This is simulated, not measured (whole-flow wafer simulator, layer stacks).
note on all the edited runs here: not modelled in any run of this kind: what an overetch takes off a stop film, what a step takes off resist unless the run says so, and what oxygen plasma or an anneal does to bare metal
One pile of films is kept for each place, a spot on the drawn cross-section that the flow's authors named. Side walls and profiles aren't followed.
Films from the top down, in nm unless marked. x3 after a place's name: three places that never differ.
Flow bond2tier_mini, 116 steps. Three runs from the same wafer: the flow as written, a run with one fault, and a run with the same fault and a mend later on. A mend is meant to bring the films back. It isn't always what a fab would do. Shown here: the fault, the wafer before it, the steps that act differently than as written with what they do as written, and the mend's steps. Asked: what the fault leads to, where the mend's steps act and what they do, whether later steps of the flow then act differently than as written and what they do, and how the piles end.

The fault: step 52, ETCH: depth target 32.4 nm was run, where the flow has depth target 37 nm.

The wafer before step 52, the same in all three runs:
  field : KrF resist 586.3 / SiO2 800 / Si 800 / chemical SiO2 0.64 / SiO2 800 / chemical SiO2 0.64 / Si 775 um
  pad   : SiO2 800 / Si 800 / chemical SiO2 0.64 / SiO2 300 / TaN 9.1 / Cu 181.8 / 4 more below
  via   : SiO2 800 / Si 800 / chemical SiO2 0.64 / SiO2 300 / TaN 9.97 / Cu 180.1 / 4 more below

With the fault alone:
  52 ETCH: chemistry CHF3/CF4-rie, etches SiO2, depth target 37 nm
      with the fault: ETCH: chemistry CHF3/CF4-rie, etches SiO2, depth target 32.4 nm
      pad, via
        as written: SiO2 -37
        with the fault: SiO2 -32.4
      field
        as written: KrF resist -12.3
        with the fault: KrF resist -10.8
  No later step of the flow acts differently than as written, at any place that is followed, by more than 2% or 0.5 nm, whichever is larger.
  At the end the piles differ from the flow's by more than 2% or 0.5 nm, whichever is larger, at pad.
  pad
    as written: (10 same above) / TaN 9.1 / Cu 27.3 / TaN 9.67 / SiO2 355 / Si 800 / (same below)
    with the fault: (10 same above) / TaN 9.1 / Cu 22.7 / TaN 9.71 / SiO2 359.6 / Si 800 / (same below)

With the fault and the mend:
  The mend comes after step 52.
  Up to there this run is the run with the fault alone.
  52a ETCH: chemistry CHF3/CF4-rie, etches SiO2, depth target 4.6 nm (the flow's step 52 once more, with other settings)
      pad, via
        SiO2 -4.6
      field
        KrF resist -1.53
  No later step of the flow acts differently than as written at any place that is followed.
  At the end the piles are the same as the flow's at every place that both follow.
